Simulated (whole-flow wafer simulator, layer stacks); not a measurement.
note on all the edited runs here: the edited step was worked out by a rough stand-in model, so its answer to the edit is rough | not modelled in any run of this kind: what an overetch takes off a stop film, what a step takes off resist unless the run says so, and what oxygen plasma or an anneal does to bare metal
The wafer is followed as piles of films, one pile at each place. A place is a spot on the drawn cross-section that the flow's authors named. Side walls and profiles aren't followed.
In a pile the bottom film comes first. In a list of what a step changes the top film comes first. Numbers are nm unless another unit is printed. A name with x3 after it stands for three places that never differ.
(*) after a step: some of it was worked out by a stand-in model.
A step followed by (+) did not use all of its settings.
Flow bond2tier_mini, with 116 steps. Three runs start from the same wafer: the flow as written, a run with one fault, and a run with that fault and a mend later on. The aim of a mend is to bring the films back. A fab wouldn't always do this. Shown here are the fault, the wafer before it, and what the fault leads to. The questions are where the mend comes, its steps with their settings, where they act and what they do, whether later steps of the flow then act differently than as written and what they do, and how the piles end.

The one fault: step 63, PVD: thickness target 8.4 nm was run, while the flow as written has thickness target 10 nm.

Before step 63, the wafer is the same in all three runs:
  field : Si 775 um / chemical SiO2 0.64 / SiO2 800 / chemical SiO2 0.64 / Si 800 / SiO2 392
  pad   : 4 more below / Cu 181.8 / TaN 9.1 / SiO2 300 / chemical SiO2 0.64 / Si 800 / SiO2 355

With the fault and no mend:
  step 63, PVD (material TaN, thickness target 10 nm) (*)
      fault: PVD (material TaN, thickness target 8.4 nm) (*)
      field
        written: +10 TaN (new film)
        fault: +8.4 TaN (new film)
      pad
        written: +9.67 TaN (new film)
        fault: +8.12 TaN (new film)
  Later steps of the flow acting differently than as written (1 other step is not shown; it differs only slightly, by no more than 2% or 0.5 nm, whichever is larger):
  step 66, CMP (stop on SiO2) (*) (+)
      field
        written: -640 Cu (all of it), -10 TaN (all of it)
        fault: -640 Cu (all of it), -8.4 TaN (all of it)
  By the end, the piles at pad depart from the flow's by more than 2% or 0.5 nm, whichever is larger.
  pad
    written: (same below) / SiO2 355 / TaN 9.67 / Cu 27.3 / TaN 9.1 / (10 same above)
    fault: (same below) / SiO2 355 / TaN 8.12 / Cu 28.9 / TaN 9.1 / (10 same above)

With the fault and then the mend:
  The mend stands after step 63.
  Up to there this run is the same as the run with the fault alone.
  step 63a, PVD (material TaN, thickness target 1.6 nm) (*) (a further turn of the flow's step 63, with different settings)
      field
        +1.6 TaN
      pad
        +1.55 TaN
  None of the later steps of the flow acts differently than as written at any place that is followed.
  At every place that both follow, the piles at the end match the flow's.
